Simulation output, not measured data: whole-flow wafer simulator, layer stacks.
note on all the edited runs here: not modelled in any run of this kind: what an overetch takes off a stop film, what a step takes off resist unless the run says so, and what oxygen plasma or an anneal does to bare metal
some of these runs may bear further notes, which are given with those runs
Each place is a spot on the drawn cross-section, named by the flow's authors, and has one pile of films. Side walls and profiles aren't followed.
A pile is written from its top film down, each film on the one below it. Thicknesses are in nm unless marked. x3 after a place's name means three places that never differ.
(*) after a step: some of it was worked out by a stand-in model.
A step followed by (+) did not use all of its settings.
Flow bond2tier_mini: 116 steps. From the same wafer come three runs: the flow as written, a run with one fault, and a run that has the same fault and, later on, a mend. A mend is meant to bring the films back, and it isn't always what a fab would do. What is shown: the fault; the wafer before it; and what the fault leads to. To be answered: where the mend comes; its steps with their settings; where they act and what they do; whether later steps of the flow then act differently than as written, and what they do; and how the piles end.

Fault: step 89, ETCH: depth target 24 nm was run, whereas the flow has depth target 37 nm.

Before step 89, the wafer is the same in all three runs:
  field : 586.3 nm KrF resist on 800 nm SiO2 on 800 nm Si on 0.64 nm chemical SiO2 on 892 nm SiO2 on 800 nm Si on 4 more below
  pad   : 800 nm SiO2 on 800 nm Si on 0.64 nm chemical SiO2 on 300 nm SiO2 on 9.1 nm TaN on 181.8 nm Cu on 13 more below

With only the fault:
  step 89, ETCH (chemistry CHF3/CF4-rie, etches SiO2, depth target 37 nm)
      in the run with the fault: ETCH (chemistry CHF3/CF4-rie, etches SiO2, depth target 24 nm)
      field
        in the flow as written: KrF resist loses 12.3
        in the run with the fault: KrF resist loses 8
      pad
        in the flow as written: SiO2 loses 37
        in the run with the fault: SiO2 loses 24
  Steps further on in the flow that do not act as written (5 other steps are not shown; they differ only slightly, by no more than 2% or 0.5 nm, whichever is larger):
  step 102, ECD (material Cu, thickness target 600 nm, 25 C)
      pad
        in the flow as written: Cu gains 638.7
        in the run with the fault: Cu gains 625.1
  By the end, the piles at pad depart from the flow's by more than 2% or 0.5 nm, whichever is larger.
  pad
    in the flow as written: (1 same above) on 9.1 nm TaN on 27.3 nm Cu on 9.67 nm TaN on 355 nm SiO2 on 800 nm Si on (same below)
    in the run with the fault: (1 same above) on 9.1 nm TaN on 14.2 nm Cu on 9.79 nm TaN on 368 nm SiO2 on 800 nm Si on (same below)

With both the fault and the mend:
  The mend stands after step 90.
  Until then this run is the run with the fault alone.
  step 90a, COAT (KrF resist, thickness 600 nm) (*) (a further turn of the flow's step 84)
      field
        KrF resist gains 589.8 (new film)
      pad
        KrF resist gains 610.6 (new film)
  step 90b, SOFTBAKE (KrF resist) (a further turn of the flow's step 85)
      leaves every film unchanged at each place that is followed
  step 90c, EXPOSE (photomask T3TRIM, NA 0.6) (a further turn of the flow's step 86)
      leaves every film unchanged at each place that is followed
  step 90d, PEB (KrF resist) (a further turn of the flow's step 87)
      leaves every film unchanged at each place that is followed
  step 90e, DEVELOP (developer TMAH-0.26N, 60 s) (a further turn of the flow's step 88)
      field
        KrF resist loses 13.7
      pad
        KrF resist loses 610.6 (all of it)
  step 90f, ETCH (chemistry CHF3/CF4-rie, etches SiO2, depth target 13 nm) (a further turn of the flow's step 89, with different settings)
      field
        KrF resist loses 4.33
      pad
        SiO2 loses 13
  step 90g, STRIP (chemistry O2, over-ash 100%) (+) (a further turn of the flow's step 90)
      field
        KrF resist loses 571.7 (all of it)
  Every later step of the flow that is run acts as written at every place that is followed.
  The piles end the same as the flow's at every place that both follow.
